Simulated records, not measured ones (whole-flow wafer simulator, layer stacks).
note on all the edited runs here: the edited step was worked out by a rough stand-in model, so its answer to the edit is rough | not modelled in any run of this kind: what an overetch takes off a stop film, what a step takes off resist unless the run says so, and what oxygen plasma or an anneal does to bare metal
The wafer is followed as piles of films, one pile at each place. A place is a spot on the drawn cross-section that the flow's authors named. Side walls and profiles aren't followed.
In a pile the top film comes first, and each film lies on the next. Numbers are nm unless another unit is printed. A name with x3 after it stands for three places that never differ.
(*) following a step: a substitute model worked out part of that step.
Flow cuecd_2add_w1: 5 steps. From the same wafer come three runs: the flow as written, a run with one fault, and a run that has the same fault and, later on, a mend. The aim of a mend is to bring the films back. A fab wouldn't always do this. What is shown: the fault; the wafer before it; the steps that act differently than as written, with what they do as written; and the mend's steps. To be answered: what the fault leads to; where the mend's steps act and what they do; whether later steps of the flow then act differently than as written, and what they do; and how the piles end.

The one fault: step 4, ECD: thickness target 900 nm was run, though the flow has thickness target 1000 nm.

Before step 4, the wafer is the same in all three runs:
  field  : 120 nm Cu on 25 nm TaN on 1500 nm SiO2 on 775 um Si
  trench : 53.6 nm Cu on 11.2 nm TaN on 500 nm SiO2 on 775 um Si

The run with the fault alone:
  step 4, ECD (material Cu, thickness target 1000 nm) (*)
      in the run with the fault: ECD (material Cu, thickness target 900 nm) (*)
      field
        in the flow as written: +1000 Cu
        in the run with the fault: +900 Cu
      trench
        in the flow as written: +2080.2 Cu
        in the run with the fault: +1980.2 Cu
  None of the later steps of the flow acts differently than as written at any place that is followed.
  The piles end different from the flow's at field, trench by more than 2% or 0.5 nm, whichever is larger.
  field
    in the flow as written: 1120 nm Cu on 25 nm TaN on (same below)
    in the run with the fault: 1020 nm Cu on 25 nm TaN on (same below)
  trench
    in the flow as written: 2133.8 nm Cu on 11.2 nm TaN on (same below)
    in the run with the fault: 2033.8 nm Cu on 11.2 nm TaN on (same below)

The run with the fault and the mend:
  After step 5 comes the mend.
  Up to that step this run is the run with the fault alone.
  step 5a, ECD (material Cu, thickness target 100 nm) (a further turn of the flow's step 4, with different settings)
      field, trench
        +100 Cu
  None of the later steps of the flow acts differently than as written at any place that is followed.
  By the end, the piles equal the flow's at every place that both follow.
